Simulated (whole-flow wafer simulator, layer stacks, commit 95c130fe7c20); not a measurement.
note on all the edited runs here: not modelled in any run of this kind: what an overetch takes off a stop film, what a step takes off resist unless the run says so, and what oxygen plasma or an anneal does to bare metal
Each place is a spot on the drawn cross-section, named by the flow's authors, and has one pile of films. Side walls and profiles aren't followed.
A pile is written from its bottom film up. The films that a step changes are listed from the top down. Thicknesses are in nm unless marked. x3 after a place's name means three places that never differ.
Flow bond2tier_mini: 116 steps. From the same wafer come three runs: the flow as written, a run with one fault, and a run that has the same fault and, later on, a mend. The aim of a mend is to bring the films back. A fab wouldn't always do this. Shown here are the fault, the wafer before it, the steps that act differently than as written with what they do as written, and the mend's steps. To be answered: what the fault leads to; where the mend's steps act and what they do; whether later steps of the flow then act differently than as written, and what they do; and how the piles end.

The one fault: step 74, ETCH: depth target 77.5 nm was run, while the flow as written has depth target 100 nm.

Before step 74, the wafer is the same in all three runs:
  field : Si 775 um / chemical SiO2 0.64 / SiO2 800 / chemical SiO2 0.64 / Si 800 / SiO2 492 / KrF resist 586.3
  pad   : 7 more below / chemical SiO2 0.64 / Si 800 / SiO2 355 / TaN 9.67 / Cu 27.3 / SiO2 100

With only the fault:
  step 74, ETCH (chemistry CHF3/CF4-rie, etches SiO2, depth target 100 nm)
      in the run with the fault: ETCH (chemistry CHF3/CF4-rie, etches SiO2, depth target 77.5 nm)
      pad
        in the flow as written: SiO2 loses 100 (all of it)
        in the run with the fault: SiO2 loses 77.5
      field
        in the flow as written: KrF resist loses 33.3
        in the run with the fault: KrF resist loses 25.8
  Steps further on in the flow that do not act as written (2 more steps, not shown, differ only slightly: by at most 2% or 0.5 nm, whichever is larger):
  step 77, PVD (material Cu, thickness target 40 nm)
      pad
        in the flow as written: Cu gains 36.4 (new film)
        in the run with the fault: Cu gains 37.2 (new film)
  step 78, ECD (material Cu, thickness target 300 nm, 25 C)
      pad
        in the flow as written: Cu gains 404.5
        in the run with the fault: Cu gains 381
  The piles end different from the flow's at pad by more than 2% or 0.5 nm, whichever is larger.
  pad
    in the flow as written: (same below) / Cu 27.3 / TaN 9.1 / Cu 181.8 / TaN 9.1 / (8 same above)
    in the run with the fault: (same below) / Cu 27.3 / SiO2 22.5 / TaN 9.3 / Cu 159.1 / TaN 9.1 / (8 same above)

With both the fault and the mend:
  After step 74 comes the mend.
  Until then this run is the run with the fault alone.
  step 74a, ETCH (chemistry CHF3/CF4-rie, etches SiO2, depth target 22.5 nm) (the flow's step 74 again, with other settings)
      field
        KrF resist loses 7.5
      pad
        SiO2 loses 22.5 (all of it)
  Every later step of the flow that is run acts as written at every place that is followed.
  At every place that both follow, the piles at the end match the flow's.
